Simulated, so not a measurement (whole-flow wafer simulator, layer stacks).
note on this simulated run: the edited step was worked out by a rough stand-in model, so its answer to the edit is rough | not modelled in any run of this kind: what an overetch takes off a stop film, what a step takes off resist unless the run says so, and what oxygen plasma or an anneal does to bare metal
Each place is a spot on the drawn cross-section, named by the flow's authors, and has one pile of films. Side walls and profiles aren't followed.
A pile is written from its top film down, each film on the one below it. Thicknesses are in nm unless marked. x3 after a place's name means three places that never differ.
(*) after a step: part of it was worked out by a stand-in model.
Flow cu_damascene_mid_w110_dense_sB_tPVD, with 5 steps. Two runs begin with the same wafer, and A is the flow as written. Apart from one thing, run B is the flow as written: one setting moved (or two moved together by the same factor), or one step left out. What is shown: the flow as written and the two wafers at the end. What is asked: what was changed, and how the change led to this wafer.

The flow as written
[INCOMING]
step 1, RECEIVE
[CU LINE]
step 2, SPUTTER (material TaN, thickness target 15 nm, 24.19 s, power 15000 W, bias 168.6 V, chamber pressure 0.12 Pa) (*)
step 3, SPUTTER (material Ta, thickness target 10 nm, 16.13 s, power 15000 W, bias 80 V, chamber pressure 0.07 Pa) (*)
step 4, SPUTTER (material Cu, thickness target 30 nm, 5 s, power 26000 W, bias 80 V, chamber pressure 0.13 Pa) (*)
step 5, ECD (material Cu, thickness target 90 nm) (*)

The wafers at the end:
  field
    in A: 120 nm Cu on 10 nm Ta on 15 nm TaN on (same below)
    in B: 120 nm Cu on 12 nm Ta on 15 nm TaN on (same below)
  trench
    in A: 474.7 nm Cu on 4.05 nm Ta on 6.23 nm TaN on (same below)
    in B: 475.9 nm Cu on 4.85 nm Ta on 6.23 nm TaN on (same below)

What caused this: step 3, SPUTTER: thickness target 12 nm was run, while the flow as written has thickness target 10 nm; step 3, SPUTTER: 19.36 s was run, where the flow has 16.13 s.
One can read it off the wafer: field has Ta 12, and step 3 as written asks for 10 nm.

Step by step, how the change led to this:
  step 3, SPUTTER (material Ta, thickness target 10 nm, 16.13 s, power 15000 W, bias 80 V, chamber pressure 0.07 Pa) (*)
      field: A +10 Ta (new film) | B +12 Ta (new film)
      trench: A +4.05 Ta (new film) | B +4.85 Ta (new film)
